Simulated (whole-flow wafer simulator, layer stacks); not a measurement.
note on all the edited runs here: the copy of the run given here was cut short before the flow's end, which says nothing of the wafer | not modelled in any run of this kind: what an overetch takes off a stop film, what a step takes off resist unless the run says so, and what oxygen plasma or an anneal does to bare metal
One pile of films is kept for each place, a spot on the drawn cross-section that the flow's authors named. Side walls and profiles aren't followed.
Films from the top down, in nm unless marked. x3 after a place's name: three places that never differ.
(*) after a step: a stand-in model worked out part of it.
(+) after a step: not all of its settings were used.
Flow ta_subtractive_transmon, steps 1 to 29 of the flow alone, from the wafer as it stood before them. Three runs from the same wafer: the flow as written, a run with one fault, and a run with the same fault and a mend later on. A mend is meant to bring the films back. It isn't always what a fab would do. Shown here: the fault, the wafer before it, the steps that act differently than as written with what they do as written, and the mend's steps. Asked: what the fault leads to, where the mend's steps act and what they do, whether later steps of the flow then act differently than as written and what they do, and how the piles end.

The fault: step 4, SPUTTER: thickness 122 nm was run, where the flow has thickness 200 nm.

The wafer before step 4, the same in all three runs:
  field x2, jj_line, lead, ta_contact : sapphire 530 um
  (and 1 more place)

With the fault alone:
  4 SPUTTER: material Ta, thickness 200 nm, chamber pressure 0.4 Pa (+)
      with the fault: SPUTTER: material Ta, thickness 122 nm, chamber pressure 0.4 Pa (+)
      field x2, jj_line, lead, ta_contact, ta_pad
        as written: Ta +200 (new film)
        with the fault: Ta +122 (new film)
  Later steps of the flow that act differently than as written:
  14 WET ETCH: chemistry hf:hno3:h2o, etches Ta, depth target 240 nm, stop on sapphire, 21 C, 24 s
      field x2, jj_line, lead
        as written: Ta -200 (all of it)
        with the fault: Ta -122 (all of it)
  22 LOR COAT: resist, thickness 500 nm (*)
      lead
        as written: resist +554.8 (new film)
        with the fault: resist +534.4 (new film)
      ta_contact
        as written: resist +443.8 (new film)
        with the fault: resist +464.5 (new film)
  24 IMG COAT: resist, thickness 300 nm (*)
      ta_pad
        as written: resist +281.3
        with the fault: resist +288.4
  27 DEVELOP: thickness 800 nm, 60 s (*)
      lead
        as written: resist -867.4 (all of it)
        with the fault: resist -842 (all of it)
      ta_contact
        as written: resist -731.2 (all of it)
        with the fault: resist -757 (all of it)
  At the end the piles differ from the flow's by more than 2% or 0.5 nm, whichever is larger, at ta_contact, ta_pad.
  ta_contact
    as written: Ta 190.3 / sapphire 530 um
    with the fault: Ta 112.3 / sapphire 530 um
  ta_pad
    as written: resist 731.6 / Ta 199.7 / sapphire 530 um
    with the fault: resist 744 / Ta 121.7 / sapphire 530 um

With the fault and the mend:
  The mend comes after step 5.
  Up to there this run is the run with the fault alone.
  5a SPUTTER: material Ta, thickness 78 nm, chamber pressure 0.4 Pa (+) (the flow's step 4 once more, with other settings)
      field x2, jj_line, lead, ta_contact, ta_pad
        Ta +78
  No later step of the flow acts differently than as written at any place that is followed.
  At the end the piles are the same as the flow's at every place that both follow.
